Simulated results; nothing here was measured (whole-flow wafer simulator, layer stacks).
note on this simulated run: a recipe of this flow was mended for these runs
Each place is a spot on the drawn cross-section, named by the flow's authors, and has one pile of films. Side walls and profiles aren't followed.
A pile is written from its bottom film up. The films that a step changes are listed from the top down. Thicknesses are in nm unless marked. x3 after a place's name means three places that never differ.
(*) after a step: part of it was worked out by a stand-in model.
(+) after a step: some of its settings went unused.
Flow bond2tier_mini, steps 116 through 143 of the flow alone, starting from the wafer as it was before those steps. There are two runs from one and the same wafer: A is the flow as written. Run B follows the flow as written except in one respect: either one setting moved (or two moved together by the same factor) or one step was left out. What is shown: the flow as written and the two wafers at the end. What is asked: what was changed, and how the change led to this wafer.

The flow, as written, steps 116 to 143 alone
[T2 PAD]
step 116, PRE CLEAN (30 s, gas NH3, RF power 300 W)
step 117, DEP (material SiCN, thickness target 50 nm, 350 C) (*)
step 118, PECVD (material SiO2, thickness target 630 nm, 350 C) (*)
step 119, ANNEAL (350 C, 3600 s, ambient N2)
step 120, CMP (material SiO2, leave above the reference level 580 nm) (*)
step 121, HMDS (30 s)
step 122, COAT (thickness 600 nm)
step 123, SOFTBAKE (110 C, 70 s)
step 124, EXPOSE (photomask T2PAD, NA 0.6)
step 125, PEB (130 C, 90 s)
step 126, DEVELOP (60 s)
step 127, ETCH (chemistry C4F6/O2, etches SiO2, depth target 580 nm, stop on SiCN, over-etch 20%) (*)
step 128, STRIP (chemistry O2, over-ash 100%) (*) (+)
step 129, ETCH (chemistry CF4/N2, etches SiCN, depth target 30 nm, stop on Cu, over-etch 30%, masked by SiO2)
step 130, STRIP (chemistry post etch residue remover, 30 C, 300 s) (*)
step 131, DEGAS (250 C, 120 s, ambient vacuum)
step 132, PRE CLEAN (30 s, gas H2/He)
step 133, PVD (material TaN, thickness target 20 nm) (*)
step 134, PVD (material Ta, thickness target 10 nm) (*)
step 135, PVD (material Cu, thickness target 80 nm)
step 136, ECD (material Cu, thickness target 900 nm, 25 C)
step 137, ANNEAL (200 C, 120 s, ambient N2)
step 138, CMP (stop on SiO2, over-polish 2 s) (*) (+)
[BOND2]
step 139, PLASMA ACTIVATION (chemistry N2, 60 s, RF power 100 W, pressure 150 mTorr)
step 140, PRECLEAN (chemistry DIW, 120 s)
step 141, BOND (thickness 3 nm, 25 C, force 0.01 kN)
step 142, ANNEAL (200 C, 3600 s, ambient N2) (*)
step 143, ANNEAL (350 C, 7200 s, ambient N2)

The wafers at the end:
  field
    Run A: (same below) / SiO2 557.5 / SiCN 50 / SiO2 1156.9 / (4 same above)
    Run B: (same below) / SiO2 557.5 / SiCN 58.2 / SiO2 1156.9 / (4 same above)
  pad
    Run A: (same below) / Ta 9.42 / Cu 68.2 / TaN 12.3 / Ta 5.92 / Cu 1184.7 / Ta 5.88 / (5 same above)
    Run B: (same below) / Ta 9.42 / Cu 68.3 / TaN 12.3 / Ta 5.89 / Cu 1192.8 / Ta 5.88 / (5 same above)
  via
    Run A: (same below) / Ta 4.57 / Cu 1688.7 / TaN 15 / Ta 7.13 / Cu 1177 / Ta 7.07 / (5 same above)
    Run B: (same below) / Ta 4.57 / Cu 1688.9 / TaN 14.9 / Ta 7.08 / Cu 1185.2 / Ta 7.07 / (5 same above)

What caused this: step 117, DEP: thickness target 58.2 nm was run, whereas the flow has thickness target 50 nm.
One can read it off the wafer: field has SiCN 58.2, and step 117 as written asks for 50 nm.

The path from the change to this, step by step:
  step 117, DEP (material SiCN, thickness target 50 nm, 350 C) (*)
      field, pad, via: A SiCN gains 50 (new film) | B SiCN gains 58.2 (new film)
  step 129, ETCH (chemistry CF4/N2, etches SiCN, depth target 30 nm, stop on Cu, over-etch 30%, masked by SiO2)
      pad: A SiCN loses 30.4 (all of it), Cu loses 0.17 | B SiCN loses 38.6 (all of it)
      via: A SiCN loses 30.4 (all of it), Cu loses 0.17 | B SiCN loses 38.6 (all of it), Cu loses 0.01
